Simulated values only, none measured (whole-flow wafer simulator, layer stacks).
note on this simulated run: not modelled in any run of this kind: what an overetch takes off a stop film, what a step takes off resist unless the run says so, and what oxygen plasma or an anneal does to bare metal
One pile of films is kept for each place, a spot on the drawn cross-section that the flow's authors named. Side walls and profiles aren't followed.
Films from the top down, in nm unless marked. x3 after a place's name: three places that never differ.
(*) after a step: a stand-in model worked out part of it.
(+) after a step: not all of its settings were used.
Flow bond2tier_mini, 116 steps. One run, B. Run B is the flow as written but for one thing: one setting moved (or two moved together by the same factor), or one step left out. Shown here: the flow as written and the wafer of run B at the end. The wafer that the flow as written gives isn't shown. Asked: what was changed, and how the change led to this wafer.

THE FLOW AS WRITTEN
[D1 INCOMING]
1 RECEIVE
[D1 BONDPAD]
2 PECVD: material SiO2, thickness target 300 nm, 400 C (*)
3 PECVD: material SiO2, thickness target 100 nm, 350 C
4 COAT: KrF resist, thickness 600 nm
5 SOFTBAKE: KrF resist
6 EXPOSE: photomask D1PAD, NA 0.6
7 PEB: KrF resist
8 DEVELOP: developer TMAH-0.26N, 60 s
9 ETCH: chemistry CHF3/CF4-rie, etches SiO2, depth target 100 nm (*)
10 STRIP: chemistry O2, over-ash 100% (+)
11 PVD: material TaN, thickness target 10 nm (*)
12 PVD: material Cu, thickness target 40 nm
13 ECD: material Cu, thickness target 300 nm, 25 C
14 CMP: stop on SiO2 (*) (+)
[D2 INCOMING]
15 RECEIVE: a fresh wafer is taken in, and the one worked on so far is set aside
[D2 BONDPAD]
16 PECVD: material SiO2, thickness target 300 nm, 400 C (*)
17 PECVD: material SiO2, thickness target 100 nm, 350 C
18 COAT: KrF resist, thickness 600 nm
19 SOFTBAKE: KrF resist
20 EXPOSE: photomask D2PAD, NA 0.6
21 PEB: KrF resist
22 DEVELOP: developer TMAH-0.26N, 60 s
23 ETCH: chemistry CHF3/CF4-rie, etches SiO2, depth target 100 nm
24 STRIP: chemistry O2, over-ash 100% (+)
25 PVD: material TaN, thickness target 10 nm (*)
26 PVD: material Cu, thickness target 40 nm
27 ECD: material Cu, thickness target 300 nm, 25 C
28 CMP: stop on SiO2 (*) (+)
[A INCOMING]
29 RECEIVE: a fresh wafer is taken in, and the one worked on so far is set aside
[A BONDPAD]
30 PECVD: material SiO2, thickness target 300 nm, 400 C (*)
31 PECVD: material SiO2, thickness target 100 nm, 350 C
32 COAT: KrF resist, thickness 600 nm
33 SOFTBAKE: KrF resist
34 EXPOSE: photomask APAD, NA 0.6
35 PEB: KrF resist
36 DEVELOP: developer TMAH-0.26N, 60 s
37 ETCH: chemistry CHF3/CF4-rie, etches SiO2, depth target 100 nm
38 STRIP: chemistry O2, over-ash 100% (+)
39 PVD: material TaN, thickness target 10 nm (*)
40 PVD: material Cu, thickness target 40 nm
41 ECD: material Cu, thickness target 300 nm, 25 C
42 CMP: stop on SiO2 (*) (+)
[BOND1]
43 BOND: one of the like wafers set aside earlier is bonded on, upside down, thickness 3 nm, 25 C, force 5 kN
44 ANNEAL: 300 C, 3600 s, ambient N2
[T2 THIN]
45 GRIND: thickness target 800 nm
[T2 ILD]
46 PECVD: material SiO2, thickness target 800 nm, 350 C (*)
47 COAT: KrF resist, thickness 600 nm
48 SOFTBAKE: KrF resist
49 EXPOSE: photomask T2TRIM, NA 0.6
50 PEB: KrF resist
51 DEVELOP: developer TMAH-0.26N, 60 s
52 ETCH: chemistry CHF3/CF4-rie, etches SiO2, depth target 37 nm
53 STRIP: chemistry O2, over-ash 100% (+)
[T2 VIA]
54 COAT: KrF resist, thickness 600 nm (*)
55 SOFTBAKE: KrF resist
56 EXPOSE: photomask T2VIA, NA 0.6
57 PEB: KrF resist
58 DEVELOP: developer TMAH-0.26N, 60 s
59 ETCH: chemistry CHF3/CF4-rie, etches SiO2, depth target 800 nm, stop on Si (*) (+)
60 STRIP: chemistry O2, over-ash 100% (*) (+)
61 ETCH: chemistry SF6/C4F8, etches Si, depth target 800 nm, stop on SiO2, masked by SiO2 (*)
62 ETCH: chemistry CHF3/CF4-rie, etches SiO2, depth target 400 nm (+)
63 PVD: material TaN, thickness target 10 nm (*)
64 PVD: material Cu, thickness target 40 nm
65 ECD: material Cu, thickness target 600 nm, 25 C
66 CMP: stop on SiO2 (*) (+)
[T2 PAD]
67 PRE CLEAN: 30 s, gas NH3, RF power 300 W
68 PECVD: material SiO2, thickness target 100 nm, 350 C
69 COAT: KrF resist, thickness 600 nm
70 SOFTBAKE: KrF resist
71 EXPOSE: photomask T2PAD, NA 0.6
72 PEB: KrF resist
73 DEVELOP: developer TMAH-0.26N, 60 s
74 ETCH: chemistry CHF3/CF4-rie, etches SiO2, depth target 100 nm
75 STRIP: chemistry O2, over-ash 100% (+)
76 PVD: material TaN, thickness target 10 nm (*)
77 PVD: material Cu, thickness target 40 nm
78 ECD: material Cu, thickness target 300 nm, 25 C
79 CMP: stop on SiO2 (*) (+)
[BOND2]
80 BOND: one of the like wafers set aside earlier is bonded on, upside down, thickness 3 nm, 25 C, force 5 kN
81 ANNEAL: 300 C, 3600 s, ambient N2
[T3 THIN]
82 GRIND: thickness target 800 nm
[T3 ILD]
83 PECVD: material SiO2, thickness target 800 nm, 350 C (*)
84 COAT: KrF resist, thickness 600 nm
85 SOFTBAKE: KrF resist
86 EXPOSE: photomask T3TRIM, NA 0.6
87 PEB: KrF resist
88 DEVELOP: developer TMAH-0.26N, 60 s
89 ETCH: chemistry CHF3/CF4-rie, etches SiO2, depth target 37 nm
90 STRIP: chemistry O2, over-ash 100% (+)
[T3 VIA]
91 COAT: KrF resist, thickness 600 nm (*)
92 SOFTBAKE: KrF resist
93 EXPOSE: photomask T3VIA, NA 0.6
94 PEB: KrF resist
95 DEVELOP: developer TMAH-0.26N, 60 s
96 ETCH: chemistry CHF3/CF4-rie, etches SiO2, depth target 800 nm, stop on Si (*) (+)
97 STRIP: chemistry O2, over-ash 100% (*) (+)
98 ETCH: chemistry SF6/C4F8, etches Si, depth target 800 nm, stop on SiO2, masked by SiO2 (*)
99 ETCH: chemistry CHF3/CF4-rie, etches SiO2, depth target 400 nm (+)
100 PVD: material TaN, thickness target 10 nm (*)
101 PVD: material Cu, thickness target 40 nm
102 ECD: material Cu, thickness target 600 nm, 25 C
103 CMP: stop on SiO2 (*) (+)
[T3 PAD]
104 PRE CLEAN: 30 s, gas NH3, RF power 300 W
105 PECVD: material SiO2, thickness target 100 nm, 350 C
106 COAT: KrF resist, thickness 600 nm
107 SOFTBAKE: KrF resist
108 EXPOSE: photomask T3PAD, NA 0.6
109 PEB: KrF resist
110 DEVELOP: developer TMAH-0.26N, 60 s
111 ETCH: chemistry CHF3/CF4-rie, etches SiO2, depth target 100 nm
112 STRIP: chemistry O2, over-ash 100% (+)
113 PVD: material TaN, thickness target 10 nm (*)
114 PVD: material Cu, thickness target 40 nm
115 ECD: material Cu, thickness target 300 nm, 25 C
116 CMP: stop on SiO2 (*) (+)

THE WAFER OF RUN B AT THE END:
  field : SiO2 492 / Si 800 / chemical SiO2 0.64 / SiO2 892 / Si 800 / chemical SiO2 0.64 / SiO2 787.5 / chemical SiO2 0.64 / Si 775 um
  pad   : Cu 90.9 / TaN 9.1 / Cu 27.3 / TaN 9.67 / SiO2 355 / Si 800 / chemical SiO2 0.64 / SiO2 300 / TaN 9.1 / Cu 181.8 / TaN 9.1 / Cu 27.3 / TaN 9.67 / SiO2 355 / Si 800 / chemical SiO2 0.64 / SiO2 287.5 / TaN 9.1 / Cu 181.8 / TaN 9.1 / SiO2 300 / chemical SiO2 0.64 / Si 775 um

The cause: step 3, PECVD: thickness target 87.5 nm was run, where the flow has thickness target 100 nm.

How the change led to this, step by step:
  3 PECVD: material SiO2, thickness target 100 nm, 350 C
      field, pad, via: SiO2 +87.5 (as written it would be: SiO2 +100)
  43 BOND: one of the like wafers set aside earlier is bonded on, upside down, thickness 3 nm, 25 C, force 5 kN
      field: Si +775 um (new film), chemical SiO2 +0.64 (new film), SiO2 +387.5 (as written it would be: Si +775 um (new film), chemical SiO2 +0.64 (new film), SiO2 +400)
      pad: Si +775 um (new film), chemical SiO2 +0.64 (new film), SiO2 +287.5 (new film), TaN +9.1 (new film), Cu +90.9 (as written it would be: Si +775 um (new film), chemical SiO2 +0.64 (new film), SiO2 +300 (new film), TaN +9.1 (new film), Cu +90.9)
      (and at 1 more place)
